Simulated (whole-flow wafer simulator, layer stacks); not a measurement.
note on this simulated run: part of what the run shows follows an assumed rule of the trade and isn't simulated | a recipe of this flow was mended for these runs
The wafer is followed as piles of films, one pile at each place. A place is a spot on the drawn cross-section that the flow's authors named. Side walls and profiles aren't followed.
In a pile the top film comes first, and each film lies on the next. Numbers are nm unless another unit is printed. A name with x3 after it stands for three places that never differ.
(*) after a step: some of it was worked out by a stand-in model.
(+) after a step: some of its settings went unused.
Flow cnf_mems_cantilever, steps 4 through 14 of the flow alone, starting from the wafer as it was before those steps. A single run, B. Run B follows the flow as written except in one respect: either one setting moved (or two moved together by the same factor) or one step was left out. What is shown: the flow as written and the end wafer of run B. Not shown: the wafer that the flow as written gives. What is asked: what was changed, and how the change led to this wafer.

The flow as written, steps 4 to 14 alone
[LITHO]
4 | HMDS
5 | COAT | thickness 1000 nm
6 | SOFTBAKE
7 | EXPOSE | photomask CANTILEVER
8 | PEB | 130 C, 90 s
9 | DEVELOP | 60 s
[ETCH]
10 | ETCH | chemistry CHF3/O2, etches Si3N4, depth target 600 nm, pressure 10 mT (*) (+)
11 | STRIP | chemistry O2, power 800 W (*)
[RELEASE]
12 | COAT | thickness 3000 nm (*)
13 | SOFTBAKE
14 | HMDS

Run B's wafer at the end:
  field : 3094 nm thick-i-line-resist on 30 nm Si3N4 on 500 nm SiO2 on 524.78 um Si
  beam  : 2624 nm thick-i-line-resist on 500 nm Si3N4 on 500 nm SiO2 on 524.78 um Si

The reason: step 10, ETCH: depth target 470 nm was run, though the flow has depth target 600 nm.

The path from the change to this, step by step:
  10 | ETCH | chemistry CHF3/O2, etches Si3N4, depth target 600 nm, pressure 10 mT (*) (+)
      field: -470 Si3N4 (in the flow as written it would be: -500 Si3N4 (all of it), -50 SiO2)
      beam: -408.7 KrF-resist (in the flow as written it would be: -521.7 KrF-resist)
  11 | STRIP | chemistry O2, power 800 W (*)
      beam: -574 KrF-resist (all of it) (in the flow as written it would be: -460.9 KrF-resist (all of it))
  12 | COAT | thickness 3000 nm (*)
      beam: +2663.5 thick-i-line-resist (new film) (in the flow as written it would be: +2607.6 thick-i-line-resist (new film))
  13 | SOFTBAKE
      field: +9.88 thick-i-line-resist (in the flow as written it would be: +11.9 thick-i-line-resist)
      beam: -39.5 thick-i-line-resist (in the flow as written it would be: -47.6 thick-i-line-resist)
